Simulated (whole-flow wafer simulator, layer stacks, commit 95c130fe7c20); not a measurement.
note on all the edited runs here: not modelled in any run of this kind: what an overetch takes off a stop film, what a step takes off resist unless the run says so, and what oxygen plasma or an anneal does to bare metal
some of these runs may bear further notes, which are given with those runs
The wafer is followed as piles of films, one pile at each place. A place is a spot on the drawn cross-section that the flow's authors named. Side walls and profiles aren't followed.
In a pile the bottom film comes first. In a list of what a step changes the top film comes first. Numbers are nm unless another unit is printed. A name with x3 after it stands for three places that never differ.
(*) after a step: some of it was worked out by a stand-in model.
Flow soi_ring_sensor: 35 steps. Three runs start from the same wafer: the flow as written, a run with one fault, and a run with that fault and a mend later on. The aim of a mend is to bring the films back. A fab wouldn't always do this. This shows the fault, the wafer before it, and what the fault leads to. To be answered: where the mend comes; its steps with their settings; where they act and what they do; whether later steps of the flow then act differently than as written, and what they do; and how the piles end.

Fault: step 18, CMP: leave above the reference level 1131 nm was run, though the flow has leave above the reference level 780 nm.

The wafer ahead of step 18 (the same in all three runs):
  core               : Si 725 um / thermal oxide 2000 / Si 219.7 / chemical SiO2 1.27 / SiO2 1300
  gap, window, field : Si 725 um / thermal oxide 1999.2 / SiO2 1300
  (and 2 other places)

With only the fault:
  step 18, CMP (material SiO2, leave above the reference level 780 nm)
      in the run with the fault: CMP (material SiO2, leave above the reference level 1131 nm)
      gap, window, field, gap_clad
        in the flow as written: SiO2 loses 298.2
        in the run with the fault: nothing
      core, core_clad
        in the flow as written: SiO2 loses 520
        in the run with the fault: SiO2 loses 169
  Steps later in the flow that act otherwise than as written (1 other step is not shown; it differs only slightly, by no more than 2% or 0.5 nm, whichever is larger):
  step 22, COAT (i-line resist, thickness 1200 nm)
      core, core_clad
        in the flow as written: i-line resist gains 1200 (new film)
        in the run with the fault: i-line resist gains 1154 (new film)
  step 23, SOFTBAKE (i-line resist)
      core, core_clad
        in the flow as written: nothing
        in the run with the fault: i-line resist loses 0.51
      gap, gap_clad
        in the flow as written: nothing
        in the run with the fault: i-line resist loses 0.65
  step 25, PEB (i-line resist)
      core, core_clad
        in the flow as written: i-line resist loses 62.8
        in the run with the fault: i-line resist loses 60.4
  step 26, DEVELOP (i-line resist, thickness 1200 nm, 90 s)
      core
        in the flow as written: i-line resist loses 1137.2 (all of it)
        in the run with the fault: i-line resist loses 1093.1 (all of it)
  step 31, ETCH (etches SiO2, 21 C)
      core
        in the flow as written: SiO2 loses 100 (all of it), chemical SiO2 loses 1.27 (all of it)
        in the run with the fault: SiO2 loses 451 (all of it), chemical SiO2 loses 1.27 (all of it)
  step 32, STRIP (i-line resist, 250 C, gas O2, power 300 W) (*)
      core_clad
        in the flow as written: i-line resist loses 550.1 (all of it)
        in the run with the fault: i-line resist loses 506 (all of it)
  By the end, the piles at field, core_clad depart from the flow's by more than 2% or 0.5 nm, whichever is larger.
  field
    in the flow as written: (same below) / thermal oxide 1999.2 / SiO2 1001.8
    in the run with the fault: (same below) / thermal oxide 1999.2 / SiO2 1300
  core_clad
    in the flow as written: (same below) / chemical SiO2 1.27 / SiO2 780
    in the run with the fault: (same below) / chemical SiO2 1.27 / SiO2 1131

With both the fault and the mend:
  After step 19 comes the mend.
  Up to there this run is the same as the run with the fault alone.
  step 19a, CMP (material SiO2, leave above the reference level 780 nm) (the flow's step 18, run once more)
      gap, window, field, gap_clad
        SiO2 loses 298.2
      core, core_clad
        SiO2 loses 351
  Every later step of the flow that is run acts as written at every place that is followed.
  By the end, the piles equal the flow's at every place that both follow.
